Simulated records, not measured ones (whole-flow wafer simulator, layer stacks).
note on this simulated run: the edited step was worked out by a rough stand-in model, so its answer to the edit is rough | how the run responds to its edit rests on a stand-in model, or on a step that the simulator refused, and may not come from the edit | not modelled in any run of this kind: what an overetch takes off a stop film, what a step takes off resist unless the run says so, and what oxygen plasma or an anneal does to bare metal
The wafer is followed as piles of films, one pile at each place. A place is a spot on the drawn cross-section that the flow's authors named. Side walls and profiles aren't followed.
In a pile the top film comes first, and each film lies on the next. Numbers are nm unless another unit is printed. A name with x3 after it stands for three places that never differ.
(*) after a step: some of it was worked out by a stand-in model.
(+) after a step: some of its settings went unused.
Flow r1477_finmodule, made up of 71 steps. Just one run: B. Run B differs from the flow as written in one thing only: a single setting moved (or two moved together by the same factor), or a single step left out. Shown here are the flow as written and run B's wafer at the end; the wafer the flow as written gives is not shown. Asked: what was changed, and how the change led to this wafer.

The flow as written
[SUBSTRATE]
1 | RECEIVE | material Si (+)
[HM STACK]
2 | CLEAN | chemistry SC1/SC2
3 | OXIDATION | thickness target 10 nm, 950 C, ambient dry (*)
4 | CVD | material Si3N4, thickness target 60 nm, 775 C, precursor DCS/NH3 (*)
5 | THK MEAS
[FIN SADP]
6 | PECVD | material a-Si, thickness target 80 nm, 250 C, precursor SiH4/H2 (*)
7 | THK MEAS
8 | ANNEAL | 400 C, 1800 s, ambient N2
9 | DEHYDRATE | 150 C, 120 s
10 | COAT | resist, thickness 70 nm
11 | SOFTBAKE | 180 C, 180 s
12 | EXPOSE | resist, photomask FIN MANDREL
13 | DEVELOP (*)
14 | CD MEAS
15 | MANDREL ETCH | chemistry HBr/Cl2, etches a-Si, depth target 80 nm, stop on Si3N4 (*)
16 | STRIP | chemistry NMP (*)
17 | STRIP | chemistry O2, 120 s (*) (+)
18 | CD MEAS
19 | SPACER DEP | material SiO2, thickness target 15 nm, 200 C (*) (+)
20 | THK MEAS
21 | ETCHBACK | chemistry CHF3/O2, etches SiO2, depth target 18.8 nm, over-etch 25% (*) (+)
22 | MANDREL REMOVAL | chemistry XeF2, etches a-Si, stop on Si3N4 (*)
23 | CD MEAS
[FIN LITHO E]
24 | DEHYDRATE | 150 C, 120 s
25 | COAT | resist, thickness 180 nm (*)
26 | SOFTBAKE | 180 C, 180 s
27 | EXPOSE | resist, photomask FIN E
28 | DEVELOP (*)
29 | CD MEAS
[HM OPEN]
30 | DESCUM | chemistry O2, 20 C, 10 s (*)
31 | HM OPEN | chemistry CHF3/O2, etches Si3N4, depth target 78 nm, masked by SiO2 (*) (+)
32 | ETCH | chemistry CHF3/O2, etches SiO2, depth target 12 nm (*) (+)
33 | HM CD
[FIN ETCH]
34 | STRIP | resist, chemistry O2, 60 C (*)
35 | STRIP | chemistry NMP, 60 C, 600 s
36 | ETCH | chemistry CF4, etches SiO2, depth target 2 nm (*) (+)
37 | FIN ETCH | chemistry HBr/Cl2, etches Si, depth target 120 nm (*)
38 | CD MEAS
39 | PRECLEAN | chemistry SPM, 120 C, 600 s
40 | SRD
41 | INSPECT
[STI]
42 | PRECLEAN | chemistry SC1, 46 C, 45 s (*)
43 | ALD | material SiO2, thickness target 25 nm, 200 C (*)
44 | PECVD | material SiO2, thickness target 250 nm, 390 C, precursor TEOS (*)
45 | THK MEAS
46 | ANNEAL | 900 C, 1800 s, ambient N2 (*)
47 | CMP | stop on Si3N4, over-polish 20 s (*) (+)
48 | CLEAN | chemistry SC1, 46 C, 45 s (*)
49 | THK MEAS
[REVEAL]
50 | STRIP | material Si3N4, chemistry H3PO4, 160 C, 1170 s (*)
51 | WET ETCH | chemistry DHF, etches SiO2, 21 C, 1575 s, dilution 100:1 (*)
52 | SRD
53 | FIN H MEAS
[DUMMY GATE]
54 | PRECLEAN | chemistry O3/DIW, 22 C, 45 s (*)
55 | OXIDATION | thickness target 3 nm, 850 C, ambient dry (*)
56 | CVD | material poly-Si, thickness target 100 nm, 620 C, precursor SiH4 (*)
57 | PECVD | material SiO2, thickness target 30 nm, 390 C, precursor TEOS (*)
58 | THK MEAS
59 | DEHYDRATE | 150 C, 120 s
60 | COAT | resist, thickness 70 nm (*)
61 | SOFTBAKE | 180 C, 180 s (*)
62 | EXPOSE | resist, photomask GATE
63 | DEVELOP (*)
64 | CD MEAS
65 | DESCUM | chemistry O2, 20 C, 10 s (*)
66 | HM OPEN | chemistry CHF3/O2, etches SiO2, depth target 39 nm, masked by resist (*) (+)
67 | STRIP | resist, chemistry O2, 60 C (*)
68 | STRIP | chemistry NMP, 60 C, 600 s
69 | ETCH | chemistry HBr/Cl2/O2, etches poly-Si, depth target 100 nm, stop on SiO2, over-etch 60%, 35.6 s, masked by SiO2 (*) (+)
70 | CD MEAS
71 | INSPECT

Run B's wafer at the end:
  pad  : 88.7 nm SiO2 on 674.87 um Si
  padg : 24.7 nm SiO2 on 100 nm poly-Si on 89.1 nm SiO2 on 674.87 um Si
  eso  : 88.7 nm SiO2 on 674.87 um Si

Cause: step 44, PECVD: thickness target 160 nm was run, whereas the flow has thickness target 250 nm.

Step by step, how the change led to this:
  44 | PECVD | material SiO2, thickness target 250 nm, 390 C, precursor TEOS (*)
      pad, padg, elg and 33 more: +160 SiO2 (in the flow as written it would be: +250 SiO2)
  46 | ANNEAL | 900 C, 1800 s, ambient N2 (*)
      pad, padg, elg and 33 more: -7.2 SiO2 (in the flow as written it would be: -11.2 SiO2)
  47 | CMP | stop on Si3N4, over-polish 20 s (*) (+)
      pad, padg, e40sg and 11 more: nothing (in the flow as written it would be: -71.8 SiO2)
      eso: nothing (in the flow as written it would be: -72.4 SiO2)
      (and at 21 other places as well)
  60 | COAT | resist, thickness 70 nm (*)
      s40sg, s45sg, s40so, s45so: +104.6 resist (new film) (in the flow as written it would be: +91 resist (new film))
      e40sg, e40so: +142.9 resist (new film) (in the flow as written it would be: +129.5 resist (new film))
      (and at 7 other places as well)
  63 | DEVELOP (*)
      s40so, s45so: -104.6 resist (all of it) (in the flow as written it would be: -91 resist (all of it))
      eso: -142.3 resist (all of it) (in the flow as written it would be: -129.5 resist (all of it))
      (and at 4 other places as well)
  67 | STRIP | resist, chemistry O2, 60 C (*)
      e40lg, e100lg, e200lg: -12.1 resist (all of it) (in the flow as written it would be: -12.8 resist (all of it))
      s40sg, s45sg: -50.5 resist (all of it) (in the flow as written it would be: -36.9 resist (all of it))
      (and at 6 other places as well)
